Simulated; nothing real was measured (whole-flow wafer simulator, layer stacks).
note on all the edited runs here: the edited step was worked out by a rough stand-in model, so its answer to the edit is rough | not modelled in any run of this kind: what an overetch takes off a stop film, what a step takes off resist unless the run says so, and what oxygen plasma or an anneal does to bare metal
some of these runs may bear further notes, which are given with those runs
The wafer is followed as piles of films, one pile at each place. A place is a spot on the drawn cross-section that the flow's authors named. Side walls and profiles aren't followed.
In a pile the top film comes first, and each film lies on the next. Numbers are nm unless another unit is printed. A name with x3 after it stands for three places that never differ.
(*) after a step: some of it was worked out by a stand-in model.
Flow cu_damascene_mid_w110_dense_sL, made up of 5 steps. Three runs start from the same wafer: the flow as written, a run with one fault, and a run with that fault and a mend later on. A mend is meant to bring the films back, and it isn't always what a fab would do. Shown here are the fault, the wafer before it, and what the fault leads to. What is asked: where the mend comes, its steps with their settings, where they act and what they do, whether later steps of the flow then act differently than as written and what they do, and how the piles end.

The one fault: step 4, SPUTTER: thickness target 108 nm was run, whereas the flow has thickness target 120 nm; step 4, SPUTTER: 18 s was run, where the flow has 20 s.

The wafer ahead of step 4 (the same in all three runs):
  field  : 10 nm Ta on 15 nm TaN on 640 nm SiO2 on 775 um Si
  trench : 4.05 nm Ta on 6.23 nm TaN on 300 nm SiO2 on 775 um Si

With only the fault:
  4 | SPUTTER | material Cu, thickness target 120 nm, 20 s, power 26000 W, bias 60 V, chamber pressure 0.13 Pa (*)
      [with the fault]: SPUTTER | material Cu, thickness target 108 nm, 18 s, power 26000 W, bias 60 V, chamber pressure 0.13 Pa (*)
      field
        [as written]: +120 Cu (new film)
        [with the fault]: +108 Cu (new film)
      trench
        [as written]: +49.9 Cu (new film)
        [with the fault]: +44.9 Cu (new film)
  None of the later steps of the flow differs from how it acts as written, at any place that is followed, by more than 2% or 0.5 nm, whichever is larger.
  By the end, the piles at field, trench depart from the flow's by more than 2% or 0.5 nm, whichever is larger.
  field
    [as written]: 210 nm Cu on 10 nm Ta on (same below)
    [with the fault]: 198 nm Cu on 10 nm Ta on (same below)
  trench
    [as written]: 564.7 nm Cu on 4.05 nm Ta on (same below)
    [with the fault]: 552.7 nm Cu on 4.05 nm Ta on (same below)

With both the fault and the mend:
  The mend follows step 4.
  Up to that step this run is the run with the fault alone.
  4a | SPUTTER | material Cu, thickness target 12 nm, 2 s, power 26000 W, bias 60 V, chamber pressure 0.13 Pa (*) (the flow's step 4 again, with other settings)
      field
        +12 Cu
      trench
        +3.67 Cu
  None of the later steps of the flow differs from how it acts as written, at any place that is followed, by more than 2% or 0.5 nm, whichever is larger.
  By the end, the piles equal the flow's at every place that both follow.
